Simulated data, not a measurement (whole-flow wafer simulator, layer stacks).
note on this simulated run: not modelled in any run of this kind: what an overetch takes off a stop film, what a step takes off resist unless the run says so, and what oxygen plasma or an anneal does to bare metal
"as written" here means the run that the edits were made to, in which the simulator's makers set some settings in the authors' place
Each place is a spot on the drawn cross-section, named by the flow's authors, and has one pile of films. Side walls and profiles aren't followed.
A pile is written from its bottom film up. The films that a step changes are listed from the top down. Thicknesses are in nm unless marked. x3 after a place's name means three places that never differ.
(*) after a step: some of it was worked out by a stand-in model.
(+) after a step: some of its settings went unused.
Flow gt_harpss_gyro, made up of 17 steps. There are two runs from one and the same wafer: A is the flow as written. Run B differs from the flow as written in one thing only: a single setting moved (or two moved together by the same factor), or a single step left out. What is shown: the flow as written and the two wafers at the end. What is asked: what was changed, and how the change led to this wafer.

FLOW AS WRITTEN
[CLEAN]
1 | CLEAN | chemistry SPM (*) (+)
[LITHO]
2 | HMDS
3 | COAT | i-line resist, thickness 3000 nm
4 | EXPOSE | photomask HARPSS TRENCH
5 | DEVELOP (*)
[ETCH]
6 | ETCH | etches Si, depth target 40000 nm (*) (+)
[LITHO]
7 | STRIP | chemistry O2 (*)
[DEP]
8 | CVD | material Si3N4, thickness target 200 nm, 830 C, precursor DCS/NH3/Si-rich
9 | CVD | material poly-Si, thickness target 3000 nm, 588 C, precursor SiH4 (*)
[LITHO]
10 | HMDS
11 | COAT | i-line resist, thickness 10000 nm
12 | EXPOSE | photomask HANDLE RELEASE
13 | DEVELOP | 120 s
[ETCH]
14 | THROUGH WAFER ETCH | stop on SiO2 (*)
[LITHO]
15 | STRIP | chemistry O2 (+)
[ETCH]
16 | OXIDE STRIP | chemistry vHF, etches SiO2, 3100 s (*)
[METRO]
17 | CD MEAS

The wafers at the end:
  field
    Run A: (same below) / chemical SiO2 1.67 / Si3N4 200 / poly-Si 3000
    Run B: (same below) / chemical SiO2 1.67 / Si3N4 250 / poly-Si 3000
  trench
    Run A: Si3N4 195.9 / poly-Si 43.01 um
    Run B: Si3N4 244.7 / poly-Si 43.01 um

Cause: step 8, CVD: thickness target 250 nm was run, though the flow has thickness target 200 nm.
One can read it off the wafer: field has Si3N4 250, and step 8 as written asks for 200 nm.

The path from the change to this, step by step:
  8 | CVD | material Si3N4, thickness target 200 nm, 830 C, precursor DCS/NH3/Si-rich
      field: A Si3N4 gains 200 (new film) | B Si3N4 gains 250 (new film)
      trench: A Si3N4 gains 195.9 (new film) | B Si3N4 gains 244.7 (new film)
